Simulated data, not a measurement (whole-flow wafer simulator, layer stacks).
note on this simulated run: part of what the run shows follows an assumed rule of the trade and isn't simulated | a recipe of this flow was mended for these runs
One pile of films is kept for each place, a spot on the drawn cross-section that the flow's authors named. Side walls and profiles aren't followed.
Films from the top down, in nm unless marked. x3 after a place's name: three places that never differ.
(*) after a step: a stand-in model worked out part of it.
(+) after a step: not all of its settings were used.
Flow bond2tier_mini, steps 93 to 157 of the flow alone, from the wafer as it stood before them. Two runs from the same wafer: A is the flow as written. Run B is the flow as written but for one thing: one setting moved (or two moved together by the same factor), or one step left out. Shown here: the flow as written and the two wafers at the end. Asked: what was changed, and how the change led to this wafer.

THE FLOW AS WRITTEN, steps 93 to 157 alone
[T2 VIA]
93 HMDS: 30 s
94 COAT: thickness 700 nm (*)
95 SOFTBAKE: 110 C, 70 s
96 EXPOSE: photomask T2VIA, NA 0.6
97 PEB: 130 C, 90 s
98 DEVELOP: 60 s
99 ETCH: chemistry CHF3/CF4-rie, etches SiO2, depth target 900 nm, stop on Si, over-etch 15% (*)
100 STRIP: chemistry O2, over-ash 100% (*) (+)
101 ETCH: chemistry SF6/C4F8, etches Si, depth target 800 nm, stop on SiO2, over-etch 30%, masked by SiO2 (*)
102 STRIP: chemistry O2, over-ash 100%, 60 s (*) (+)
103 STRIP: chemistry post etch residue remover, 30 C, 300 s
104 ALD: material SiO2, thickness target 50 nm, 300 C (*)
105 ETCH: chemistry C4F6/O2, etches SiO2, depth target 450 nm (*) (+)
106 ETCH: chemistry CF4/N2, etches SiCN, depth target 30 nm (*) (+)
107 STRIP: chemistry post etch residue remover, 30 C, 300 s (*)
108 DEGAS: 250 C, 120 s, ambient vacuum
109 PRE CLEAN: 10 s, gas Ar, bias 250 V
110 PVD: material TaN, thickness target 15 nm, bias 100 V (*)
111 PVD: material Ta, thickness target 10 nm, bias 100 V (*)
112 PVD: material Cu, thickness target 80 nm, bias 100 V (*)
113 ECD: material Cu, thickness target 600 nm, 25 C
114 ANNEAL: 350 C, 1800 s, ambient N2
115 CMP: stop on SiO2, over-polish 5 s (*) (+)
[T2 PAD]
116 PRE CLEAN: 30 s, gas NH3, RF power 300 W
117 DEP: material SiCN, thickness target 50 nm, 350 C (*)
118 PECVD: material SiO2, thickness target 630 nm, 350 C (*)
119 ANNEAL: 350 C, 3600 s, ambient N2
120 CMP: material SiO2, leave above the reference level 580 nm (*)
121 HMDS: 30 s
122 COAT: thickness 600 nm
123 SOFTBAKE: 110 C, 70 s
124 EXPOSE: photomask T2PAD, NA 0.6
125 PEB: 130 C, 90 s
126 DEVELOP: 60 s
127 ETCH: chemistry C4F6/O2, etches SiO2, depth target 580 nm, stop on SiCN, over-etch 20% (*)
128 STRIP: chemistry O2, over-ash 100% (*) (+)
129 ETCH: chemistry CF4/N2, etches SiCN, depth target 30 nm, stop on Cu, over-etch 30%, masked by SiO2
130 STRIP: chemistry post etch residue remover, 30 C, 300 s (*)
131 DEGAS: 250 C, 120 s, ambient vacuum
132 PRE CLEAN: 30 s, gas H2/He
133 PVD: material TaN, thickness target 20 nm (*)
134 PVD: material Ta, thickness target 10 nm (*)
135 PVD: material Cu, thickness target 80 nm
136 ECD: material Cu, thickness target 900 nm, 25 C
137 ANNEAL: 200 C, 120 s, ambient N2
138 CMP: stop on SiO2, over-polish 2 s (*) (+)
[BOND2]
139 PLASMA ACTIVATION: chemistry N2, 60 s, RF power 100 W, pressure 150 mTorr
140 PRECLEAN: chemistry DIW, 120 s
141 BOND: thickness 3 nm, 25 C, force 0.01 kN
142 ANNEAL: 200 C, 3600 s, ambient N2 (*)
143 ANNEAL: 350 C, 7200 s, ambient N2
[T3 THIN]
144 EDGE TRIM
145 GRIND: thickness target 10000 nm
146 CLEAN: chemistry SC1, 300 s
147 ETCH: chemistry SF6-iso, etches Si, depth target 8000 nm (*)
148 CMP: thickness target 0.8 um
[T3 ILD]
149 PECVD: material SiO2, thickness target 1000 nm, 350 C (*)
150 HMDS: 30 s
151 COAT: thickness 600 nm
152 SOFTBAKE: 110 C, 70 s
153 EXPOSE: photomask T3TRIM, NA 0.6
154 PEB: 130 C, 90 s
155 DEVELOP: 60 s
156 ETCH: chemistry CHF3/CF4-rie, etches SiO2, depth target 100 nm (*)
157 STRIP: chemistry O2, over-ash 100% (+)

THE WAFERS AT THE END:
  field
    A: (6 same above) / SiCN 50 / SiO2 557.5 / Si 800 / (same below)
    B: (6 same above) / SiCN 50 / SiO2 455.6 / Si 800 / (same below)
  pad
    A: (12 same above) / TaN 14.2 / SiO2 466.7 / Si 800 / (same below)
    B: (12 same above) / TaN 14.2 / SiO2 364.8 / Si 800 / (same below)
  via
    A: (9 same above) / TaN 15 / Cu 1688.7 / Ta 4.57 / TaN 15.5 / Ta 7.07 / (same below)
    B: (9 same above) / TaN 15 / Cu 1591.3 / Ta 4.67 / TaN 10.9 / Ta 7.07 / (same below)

The cause: step 105, ETCH: depth target 551.5 nm was run, where the flow has depth target 450 nm; step 109, PRE CLEAN: bias 308 V was run, where the flow has bias 250 V.

How the change led to this, step by step:
  105 ETCH: chemistry C4F6/O2, etches SiO2, depth target 450 nm (*) (+)
      field, pad: A SiO2 -450 | B SiO2 -551.5
      via: A SiO2 -348.1 (all of it), SiCN -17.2 | B SiO2 -348.1 (all of it), SiCN -34.3
  106 ETCH: chemistry CF4/N2, etches SiCN, depth target 30 nm (*) (+)
      via: A SiCN -17.6 (all of it), TaN -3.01 | B SiCN -0.53 (all of it), TaN -7.19
  109 PRE CLEAN: 10 s, gas Ar, bias 250 V
      via: A TaN -3.19 | B TaN -3.82
  112 PVD: material Cu, thickness target 80 nm, bias 100 V (*)
      via: A Cu +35 (new film) | B Cu +35.8 (new film)
  113 ECD: material Cu, thickness target 600 nm, 25 C
      via: A Cu +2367 | B Cu +2268.8
